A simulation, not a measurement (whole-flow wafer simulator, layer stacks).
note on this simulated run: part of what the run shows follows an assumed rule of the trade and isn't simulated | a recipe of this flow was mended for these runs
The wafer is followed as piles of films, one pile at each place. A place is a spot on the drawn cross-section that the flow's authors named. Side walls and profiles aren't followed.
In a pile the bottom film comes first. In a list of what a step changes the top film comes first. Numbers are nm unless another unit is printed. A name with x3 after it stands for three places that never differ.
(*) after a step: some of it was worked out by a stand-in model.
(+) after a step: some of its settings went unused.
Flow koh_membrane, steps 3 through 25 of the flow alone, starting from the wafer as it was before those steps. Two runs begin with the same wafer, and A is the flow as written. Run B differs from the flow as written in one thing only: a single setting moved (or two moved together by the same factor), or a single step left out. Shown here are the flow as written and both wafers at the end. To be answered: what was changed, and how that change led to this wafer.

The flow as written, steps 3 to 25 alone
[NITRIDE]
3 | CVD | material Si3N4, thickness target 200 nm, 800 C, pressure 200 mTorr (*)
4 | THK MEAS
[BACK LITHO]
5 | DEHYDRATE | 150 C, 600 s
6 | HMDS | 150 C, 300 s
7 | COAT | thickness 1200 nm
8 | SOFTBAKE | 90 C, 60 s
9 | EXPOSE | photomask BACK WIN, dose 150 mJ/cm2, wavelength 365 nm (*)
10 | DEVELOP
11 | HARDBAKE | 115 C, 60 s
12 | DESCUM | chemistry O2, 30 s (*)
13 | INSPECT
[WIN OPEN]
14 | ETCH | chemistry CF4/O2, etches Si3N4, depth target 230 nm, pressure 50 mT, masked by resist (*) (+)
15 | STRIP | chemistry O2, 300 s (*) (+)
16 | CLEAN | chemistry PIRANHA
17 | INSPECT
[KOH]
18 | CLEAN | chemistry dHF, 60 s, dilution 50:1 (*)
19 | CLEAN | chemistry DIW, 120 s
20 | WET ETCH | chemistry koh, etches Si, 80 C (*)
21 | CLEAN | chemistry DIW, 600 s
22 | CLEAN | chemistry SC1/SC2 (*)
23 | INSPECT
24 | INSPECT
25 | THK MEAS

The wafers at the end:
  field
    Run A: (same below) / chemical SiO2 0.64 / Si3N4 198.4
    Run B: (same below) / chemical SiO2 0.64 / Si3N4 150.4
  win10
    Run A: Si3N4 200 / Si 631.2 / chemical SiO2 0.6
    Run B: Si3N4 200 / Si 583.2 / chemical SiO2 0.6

What caused this: step 3, CVD: thickness target 152 nm was run, whereas the flow has thickness target 200 nm.

Step by step, how the change led to this:
  3 | CVD | material Si3N4, thickness target 200 nm, 800 C, pressure 200 mTorr (*)
      field, win20 x4, win10: A +200 Si3N4 (new film) | B +152 Si3N4 (new film)
  14 | ETCH | chemistry CF4/O2, etches Si3N4, depth target 230 nm, pressure 50 mT, masked by resist (*) (+)
      win20 x4, win10: A -200 Si3N4 (all of it), -0.64 chemical SiO2 (all of it), -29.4 Si | B -152 Si3N4 (all of it), -0.64 chemical SiO2 (all of it), -77.4 Si
